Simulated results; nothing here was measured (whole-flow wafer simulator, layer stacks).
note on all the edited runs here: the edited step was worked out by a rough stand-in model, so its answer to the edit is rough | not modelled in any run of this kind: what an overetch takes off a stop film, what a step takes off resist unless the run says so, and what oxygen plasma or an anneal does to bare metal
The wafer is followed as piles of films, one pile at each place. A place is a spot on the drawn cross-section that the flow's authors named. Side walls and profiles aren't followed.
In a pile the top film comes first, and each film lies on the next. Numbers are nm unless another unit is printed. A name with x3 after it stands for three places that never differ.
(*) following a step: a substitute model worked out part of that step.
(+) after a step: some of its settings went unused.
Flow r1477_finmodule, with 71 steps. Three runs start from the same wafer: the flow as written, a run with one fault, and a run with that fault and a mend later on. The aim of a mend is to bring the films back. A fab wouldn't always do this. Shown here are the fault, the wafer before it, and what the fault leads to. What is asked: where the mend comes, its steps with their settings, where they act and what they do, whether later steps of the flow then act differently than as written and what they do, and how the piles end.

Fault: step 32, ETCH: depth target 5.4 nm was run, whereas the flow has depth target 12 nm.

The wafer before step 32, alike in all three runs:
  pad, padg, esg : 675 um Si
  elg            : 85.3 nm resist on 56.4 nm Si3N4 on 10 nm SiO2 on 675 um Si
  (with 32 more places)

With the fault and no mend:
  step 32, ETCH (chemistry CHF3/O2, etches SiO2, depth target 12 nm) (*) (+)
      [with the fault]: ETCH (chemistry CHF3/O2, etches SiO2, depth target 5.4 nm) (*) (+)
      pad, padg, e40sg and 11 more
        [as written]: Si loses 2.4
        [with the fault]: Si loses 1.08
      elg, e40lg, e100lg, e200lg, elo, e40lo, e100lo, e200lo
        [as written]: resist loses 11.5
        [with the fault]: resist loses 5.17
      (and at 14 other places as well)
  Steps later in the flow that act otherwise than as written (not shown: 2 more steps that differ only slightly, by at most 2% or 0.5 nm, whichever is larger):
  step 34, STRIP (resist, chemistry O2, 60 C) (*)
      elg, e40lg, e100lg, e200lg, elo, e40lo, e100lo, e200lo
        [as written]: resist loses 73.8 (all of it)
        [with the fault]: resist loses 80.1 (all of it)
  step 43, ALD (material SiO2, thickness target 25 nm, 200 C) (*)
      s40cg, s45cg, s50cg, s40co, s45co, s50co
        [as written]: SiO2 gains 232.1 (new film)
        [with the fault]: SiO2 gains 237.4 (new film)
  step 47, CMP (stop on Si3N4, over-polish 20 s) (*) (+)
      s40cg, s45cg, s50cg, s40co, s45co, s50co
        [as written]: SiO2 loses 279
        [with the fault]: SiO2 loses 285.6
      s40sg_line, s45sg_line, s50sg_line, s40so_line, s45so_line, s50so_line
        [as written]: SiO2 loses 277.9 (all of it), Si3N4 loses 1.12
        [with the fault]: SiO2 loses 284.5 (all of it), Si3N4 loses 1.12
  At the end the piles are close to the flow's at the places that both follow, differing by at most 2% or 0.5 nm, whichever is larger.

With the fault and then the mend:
  After step 32 comes the mend.
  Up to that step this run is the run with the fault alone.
  step 32a, ETCH (chemistry CHF3/O2, etches SiO2, depth target 6.6 nm) (*) (the flow's step 32 again, with other settings)
      pad, padg, e40sg and 11 more
        Si loses 1.32
      elg, e40lg, e100lg, e200lg, elo, e40lo, e100lo, e200lo
        resist loses 6.33
      s40sg_line, s45sg_line, s50sg_line, s40so_line, s45so_line, s50so_line
        SiO2 loses 6.6
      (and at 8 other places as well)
  Every later step of the flow that is run acts as written, at every place that is followed, to within 2% or 0.5 nm, whichever is larger.
  At the end the piles are close to the flow's at the places that both follow, differing by at most 2% or 0.5 nm, whichever is larger.
